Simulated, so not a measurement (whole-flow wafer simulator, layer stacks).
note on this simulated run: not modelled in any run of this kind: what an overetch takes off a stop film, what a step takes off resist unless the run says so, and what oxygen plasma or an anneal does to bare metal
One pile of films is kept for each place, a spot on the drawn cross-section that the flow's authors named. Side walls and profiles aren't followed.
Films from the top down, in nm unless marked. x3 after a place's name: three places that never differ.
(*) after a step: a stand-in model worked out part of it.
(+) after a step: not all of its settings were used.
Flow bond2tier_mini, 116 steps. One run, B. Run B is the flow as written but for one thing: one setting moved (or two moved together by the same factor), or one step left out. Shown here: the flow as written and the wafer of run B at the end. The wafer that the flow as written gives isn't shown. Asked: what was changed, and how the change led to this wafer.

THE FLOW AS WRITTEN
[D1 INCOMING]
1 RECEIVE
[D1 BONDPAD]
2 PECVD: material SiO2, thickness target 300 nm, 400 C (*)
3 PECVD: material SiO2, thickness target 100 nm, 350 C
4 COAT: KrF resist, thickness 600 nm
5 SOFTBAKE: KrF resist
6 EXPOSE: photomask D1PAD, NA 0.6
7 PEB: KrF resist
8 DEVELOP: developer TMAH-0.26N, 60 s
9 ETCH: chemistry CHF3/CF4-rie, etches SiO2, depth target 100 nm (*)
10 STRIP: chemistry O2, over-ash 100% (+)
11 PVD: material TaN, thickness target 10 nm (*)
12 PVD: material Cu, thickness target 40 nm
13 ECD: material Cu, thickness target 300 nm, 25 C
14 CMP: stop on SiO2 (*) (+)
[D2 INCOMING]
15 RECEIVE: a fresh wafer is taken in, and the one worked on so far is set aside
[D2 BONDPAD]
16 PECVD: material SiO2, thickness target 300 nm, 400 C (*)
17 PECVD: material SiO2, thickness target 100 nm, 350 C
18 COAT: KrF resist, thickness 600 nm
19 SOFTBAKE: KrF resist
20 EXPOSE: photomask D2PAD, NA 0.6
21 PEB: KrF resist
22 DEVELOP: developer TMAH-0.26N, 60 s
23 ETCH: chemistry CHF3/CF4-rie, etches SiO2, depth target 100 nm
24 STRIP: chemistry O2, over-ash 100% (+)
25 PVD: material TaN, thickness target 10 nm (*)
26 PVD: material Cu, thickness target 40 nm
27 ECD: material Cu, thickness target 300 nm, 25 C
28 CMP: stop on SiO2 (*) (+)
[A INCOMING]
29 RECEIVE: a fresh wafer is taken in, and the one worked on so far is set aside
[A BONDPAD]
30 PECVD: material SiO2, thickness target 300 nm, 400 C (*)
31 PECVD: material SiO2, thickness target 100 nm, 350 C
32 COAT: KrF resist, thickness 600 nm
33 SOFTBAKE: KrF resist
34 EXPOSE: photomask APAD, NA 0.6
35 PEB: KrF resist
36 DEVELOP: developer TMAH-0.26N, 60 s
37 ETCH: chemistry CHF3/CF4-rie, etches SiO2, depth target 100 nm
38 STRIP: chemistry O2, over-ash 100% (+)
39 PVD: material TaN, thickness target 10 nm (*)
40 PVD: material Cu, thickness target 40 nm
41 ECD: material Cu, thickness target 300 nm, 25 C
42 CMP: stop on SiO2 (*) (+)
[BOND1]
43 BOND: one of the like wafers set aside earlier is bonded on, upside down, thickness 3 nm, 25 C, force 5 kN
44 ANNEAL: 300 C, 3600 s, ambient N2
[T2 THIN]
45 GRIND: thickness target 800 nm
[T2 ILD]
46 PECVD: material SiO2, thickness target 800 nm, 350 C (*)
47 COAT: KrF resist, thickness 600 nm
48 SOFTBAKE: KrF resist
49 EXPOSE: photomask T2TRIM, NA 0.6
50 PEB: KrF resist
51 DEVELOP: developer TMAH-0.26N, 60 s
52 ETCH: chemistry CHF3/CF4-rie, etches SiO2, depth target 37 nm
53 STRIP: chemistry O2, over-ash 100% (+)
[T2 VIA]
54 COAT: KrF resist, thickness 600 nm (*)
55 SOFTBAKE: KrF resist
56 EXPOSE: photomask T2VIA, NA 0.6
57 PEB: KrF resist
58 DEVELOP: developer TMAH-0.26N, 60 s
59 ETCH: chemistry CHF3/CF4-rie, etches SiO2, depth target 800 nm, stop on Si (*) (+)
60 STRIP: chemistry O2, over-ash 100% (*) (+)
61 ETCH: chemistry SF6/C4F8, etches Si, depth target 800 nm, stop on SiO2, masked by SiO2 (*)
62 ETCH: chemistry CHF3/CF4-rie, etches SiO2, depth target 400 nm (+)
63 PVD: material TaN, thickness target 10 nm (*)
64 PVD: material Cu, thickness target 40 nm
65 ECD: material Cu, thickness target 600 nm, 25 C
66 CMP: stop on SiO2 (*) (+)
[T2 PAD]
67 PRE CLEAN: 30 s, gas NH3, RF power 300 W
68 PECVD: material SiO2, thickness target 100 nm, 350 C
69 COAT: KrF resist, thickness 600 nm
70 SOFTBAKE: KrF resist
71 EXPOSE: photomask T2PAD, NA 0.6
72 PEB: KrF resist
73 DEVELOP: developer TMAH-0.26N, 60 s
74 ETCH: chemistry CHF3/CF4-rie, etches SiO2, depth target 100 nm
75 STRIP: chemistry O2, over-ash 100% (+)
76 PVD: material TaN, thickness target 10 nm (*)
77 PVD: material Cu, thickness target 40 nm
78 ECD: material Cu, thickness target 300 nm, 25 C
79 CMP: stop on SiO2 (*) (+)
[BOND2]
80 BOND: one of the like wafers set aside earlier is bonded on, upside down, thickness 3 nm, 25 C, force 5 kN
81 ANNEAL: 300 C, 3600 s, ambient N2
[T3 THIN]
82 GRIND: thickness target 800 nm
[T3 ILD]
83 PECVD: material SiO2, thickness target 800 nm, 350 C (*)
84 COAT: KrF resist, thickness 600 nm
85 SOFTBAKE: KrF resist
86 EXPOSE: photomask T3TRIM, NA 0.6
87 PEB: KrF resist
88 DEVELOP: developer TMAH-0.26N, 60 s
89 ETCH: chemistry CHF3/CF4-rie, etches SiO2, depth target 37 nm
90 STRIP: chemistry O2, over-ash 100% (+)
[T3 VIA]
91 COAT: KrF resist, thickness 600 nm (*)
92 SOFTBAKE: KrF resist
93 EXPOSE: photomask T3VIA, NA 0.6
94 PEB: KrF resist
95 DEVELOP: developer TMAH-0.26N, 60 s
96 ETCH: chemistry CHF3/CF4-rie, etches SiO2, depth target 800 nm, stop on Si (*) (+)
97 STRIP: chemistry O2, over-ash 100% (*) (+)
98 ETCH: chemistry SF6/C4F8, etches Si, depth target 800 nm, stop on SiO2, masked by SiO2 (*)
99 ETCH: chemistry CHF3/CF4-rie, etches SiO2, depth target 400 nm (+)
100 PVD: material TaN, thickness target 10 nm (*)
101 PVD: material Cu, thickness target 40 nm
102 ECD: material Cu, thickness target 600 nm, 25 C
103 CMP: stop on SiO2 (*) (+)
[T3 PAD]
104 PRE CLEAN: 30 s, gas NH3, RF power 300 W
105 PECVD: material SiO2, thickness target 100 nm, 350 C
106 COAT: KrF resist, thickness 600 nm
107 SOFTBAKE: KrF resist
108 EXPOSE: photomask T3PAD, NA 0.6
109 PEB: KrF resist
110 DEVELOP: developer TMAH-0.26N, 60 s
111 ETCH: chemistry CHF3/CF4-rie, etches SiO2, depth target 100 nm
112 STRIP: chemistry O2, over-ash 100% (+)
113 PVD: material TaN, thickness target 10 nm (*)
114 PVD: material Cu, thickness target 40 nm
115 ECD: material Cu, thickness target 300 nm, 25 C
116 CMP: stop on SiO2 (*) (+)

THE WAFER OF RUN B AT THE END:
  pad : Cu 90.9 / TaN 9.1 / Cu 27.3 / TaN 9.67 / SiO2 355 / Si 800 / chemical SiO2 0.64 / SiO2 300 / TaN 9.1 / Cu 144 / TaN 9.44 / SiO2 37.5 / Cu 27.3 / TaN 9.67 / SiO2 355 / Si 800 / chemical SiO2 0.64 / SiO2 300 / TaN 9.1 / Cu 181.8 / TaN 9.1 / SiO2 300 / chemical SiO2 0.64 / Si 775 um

The cause: step 74, ETCH: depth target 62.5 nm was run, where the flow has depth target 100 nm.

How the change led to this, step by step:
  74 ETCH: chemistry CHF3/CF4-rie, etches SiO2, depth target 100 nm
      pad: SiO2 -62.5 (as written it would be: SiO2 -100 (all of it))
      field: KrF resist -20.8 (as written it would be: KrF resist -33.3)
  75 STRIP: chemistry O2, over-ash 100% (+)
      field: KrF resist -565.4 (all of it) (as written it would be: KrF resist -552.9 (all of it))
  77 PVD: material Cu, thickness target 40 nm
      pad: Cu +37.7 (new film) (as written it would be: Cu +36.4 (new film))
  78 ECD: material Cu, thickness target 300 nm, 25 C
      pad: Cu +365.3 (as written it would be: Cu +404.5)
Counting metal films that touch as one body, pad has 4 bodies (between them, from the top down: SiO2 355 / Si 800 / chemical SiO2 0.64 / SiO2 300; SiO2 37.5; SiO2 355 / Si 800 / chemical SiO2 0.64 / SiO2 300); the flow as written gives 3 bodies (between them, from the top down: SiO2 355 / Si 800 / chemical SiO2 0.64 / SiO2 300; SiO2 355 / Si 800 / chemical SiO2 0.64 / SiO2 300).
